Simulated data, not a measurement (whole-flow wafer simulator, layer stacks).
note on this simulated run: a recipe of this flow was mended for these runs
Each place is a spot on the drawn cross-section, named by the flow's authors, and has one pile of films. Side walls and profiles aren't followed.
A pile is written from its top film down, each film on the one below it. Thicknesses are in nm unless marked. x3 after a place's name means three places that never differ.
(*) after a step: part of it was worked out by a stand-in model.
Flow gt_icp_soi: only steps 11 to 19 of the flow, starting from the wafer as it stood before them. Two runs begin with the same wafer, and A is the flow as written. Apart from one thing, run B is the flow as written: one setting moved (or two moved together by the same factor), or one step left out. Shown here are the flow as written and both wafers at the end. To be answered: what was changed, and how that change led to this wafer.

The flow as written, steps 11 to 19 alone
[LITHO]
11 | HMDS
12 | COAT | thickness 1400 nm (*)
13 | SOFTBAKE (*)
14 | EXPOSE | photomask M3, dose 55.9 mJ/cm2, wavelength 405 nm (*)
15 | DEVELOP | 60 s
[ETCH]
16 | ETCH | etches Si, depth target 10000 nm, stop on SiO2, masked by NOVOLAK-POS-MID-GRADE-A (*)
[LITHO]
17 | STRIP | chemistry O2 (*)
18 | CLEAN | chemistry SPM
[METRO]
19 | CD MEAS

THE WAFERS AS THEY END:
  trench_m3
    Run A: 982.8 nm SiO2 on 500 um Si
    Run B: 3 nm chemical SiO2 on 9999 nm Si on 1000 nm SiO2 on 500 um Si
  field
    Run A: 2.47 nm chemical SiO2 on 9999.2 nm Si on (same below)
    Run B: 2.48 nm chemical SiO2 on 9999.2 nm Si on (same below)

What caused this: step 16, ETCH: etches Si, depth target 10000 nm, stop on SiO2, masked by NOVOLAK-POS-MID-GRADE-A (*), was omitted.

Step by step, how the change led to this:
  17 | STRIP | chemistry O2 (*)
      trench_m3: A nothing | B +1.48 chemical SiO2, -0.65 Si
      field: A -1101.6 g/i-line-resist (all of it), +0.95 chemical SiO2, -0.42 Si | B -1279.6 g/i-line-resist (all of it), +0.96 chemical SiO2, -0.42 Si
